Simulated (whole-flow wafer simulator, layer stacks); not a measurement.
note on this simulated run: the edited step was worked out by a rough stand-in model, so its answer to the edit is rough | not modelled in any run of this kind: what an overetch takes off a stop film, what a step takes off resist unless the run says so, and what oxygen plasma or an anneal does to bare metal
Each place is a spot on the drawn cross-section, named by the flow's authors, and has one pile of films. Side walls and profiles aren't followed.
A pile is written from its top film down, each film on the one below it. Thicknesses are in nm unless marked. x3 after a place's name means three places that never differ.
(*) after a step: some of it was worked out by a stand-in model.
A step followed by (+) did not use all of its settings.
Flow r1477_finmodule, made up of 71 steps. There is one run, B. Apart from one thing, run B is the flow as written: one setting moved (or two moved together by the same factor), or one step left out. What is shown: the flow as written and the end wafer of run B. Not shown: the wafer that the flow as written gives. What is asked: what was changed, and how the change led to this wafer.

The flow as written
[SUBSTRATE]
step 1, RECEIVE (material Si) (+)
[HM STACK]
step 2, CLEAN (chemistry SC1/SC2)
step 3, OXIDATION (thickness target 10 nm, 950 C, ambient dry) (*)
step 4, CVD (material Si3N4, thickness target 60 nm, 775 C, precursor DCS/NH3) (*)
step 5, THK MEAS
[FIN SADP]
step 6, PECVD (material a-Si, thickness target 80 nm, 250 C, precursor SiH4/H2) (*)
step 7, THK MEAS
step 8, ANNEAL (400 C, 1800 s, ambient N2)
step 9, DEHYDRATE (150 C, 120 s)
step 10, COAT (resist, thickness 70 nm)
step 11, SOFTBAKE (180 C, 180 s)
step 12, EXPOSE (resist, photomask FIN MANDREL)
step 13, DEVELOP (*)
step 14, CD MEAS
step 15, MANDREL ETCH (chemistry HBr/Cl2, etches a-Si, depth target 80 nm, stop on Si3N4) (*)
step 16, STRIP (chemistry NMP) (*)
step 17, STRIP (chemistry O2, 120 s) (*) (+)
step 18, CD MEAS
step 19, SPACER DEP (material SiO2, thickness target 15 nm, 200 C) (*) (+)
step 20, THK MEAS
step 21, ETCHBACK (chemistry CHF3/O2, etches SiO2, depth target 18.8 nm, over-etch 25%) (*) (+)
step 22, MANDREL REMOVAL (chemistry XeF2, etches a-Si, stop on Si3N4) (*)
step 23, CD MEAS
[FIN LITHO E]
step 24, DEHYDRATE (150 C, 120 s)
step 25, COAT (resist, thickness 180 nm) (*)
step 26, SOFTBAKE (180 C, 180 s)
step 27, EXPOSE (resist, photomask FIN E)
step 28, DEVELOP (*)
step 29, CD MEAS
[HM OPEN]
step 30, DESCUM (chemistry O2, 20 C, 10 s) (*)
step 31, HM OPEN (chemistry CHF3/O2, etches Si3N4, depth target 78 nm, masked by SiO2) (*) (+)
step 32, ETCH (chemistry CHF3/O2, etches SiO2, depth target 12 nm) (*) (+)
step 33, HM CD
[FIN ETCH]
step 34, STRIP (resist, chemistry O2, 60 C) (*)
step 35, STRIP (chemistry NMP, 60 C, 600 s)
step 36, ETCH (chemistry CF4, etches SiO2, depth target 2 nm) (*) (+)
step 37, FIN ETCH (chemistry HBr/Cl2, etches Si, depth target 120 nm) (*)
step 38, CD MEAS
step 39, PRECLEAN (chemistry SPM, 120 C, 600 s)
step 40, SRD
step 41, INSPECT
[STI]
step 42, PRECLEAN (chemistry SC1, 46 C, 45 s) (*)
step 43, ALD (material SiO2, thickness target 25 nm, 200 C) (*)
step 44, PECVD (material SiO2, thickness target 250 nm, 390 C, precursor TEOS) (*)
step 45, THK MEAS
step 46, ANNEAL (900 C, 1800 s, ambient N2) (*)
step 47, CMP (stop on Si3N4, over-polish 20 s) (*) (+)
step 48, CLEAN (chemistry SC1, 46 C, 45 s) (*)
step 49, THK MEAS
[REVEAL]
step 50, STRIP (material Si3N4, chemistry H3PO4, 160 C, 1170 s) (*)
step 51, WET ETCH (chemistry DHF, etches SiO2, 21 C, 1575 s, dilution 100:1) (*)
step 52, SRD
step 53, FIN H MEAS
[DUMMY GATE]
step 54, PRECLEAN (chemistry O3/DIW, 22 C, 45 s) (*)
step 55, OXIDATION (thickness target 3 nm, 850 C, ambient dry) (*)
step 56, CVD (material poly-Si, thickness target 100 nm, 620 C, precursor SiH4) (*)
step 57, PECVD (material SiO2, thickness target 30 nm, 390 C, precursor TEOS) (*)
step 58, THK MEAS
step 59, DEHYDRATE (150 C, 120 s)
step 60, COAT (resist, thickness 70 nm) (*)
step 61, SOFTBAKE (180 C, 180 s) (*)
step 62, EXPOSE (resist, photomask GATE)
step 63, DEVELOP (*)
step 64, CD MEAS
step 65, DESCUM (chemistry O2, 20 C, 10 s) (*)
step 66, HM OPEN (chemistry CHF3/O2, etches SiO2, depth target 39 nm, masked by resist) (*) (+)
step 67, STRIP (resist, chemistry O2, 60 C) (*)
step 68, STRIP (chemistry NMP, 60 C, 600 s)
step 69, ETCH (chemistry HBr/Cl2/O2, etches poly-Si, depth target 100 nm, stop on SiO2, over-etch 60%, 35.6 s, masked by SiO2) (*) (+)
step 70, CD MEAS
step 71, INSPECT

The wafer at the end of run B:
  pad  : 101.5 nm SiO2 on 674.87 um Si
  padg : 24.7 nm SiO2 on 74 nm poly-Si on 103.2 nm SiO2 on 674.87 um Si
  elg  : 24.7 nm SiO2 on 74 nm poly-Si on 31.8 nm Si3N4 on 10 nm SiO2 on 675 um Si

What caused this: step 56, CVD: thickness target 74 nm was run, while the flow as written has thickness target 100 nm.
The wafer lets one read it off: padg has poly-Si 74, and step 56 as written asks for 100 nm.

How this came from the change, step by step:
  step 56, CVD (material poly-Si, thickness target 100 nm, 620 C, precursor SiH4) (*)
      pad, padg, elg and 26 more: poly-Si gains 74 (new film) (in the flow as written it would be: poly-Si gains 100 (new film))
      s40cg, s40co: poly-Si gains 87.2 (new film) (in the flow as written it would be: poly-Si gains 113.9 (new film))
      (also at 5 further places)
  step 67, STRIP (resist, chemistry O2, 60 C) (*)
      s40cg: resist loses 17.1 (all of it) (in the flow as written it would be: resist loses 16.5 (all of it))
      s45cg: resist loses 17.7 (all of it) (in the flow as written it would be: resist loses 16.9 (all of it))
      (also at 1 further place)
  step 69, ETCH (chemistry HBr/Cl2/O2, etches poly-Si, depth target 100 nm, stop on SiO2, over-etch 60%, 35.6 s, masked by SiO2) (*) (+)
      pad, eso, e40so and 8 more: chemical SiO2 loses 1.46 (all of it), poly-Si loses 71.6 (all of it), SiO2 loses 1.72 (in the flow as written it would be: chemical SiO2 loses 1.46 (all of it), poly-Si loses 97.6 (all of it), SiO2 loses 0.42)
      elo, e40lo, e100lo, e200lo: chemical SiO2 loses 1.46 (all of it), poly-Si loses 71.6 (all of it), Si3N4 loses 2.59 (in the flow as written it would be: chemical SiO2 loses 1.46 (all of it), poly-Si loses 97.6 (all of it), Si3N4 loses 0.22)
      (also at 3 further places)
